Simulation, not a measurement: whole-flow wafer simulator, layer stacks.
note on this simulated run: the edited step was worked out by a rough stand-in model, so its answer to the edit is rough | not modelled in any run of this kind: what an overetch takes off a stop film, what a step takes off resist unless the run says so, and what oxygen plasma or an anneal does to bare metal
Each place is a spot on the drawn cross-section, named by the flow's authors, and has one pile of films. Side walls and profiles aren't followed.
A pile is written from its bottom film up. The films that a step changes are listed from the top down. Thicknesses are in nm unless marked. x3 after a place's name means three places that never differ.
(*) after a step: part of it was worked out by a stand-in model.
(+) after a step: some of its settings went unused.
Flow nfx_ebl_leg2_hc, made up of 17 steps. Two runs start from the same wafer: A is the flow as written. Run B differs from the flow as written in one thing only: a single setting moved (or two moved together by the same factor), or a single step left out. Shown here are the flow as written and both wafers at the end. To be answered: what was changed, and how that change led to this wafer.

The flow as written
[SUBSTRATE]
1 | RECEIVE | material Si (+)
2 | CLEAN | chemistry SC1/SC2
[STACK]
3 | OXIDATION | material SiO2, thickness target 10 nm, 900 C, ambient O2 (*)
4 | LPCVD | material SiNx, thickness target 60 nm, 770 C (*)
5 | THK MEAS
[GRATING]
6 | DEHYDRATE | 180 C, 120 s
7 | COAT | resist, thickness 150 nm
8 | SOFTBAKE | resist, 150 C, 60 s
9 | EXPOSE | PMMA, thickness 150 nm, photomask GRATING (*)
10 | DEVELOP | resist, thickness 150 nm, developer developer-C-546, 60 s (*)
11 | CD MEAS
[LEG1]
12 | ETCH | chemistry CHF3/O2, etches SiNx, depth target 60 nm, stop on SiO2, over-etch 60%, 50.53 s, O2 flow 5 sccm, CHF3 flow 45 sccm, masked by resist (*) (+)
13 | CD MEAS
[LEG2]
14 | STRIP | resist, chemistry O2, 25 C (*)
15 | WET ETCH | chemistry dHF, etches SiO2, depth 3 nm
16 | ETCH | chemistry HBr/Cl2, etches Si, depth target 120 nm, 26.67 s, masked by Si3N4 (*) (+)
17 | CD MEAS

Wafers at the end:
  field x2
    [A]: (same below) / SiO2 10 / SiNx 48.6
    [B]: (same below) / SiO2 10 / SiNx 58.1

What caused this: step 4, LPCVD: thickness target 69.5 nm was run, while the flow as written has thickness target 60 nm.

Step by step, how the change led to this:
  4 | LPCVD | material SiNx, thickness target 60 nm, 770 C (*)
      field x2, pad x2: A SiNx gains 60 (new film) | B SiNx gains 69.5 (new film)
  12 | ETCH | chemistry CHF3/O2, etches SiNx, depth target 60 nm, stop on SiO2, over-etch 60%, 50.53 s, O2 flow 5 sccm, CHF3 flow 45 sccm, masked by resist (*) (+)
      pad x2: A SiNx loses 60 (all of it), SiO2 loses 10 (all of it) | B SiNx loses 69.5 (all of it), SiO2 loses 10 (all of it)
